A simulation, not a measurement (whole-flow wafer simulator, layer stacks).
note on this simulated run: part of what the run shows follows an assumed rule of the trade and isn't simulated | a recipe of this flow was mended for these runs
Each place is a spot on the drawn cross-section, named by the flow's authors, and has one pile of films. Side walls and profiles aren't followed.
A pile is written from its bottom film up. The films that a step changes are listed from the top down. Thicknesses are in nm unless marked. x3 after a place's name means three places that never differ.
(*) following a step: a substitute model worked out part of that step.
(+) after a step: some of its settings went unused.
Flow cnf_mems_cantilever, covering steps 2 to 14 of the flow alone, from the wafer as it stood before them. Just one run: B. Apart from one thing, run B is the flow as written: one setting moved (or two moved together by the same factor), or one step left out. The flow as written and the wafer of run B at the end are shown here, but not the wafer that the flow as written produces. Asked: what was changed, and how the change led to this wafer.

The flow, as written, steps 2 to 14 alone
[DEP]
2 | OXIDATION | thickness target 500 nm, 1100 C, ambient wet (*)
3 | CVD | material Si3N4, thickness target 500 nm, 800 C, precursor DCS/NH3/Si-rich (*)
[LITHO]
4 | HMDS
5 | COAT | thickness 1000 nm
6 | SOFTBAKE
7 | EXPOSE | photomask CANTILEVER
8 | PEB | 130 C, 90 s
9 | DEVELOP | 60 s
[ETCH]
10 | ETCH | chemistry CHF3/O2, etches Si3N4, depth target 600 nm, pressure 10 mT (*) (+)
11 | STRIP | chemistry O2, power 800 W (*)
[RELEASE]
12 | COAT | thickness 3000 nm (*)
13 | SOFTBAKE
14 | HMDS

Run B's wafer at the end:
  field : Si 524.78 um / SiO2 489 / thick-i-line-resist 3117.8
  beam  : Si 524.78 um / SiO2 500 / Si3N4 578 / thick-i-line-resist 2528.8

What caused this: step 3, CVD: 812 C was run, whereas the flow has 800 C.

How this came from the change, step by step:
  3 | CVD | material Si3N4, thickness target 500 nm, 800 C, precursor DCS/NH3/Si-rich (*)
      field, beam: Si3N4 gains 578 (new film) (it would be, as written: Si3N4 gains 500 (new film))
  10 | ETCH | chemistry CHF3/O2, etches Si3N4, depth target 600 nm, pressure 10 mT (*) (+)
      field: Si3N4 loses 578 (all of it), SiO2 loses 11 (it would be, as written: Si3N4 loses 500 (all of it), SiO2 loses 50)
  13 | SOFTBAKE
      field: thick-i-line-resist gains 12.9 (it would be, as written: thick-i-line-resist gains 11.9)
      beam: thick-i-line-resist loses 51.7 (it would be, as written: thick-i-line-resist loses 47.6)
